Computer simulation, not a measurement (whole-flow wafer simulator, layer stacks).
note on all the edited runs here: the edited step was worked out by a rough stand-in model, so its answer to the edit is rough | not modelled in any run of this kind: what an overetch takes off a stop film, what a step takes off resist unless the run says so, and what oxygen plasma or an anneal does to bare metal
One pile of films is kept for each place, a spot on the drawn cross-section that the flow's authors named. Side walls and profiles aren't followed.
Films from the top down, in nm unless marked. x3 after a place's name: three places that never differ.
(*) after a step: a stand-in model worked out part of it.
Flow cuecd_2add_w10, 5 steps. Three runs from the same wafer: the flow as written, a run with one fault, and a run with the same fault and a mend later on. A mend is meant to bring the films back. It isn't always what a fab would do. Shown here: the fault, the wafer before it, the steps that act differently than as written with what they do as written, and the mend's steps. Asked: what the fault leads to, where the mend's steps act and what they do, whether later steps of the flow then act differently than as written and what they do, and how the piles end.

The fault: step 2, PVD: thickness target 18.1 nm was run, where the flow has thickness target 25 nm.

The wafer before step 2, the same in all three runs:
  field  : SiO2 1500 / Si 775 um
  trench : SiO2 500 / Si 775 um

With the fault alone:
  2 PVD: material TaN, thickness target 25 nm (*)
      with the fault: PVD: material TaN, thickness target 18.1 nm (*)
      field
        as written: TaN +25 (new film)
        with the fault: TaN +18.1 (new film)
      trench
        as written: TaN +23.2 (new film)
        with the fault: TaN +16.8 (new film)
  No later step of the flow acts differently than as written at any place that is followed.
  At the end the piles differ from the flow's by more than 2% or 0.5 nm, whichever is larger, at field, trench.
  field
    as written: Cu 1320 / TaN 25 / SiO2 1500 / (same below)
    with the fault: Cu 1320 / TaN 18.1 / SiO2 1500 / (same below)
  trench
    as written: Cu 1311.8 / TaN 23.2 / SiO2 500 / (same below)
    with the fault: Cu 1311.8 / TaN 16.8 / SiO2 500 / (same below)

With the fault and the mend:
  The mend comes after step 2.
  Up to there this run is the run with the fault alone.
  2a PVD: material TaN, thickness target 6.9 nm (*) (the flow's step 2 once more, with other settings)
      field
        TaN +6.9
      trench
        TaN +6.4
  No later step of the flow acts differently than as written at any place that is followed.
  At the end the piles are the same as the flow's at every place that both follow.
